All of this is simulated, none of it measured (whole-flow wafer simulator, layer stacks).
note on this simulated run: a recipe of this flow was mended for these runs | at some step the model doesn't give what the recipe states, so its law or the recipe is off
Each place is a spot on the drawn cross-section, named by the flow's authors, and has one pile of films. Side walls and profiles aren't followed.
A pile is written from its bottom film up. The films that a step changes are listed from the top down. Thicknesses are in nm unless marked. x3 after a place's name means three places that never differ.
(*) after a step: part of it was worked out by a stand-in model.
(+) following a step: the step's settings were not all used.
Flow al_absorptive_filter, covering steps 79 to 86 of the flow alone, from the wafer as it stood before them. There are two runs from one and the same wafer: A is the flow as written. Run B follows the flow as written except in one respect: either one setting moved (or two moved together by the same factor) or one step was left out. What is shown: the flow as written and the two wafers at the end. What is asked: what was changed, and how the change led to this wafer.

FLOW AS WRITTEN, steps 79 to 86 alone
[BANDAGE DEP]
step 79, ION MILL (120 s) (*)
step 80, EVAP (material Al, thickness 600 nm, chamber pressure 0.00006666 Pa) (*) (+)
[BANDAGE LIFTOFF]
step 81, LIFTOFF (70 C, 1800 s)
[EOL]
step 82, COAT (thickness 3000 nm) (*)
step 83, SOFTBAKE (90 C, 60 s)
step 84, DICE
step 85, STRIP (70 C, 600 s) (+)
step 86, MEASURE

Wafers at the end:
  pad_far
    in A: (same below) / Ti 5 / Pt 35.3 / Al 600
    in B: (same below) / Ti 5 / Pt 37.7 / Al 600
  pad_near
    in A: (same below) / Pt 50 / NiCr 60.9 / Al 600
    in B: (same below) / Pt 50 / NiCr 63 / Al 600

The reason: step 79, ION MILL: 101 s was run, though the flow has 120 s.

Step by step, how the change led to this:
  step 79, ION MILL (120 s) (*)
      gnd, ledge, res and 9 more: A i-line-resist loses 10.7 | B i-line-resist loses 8.97
      pad_far: A Pt loses 14.7 | B Pt loses 12.3
      (as well as at 1 more place)
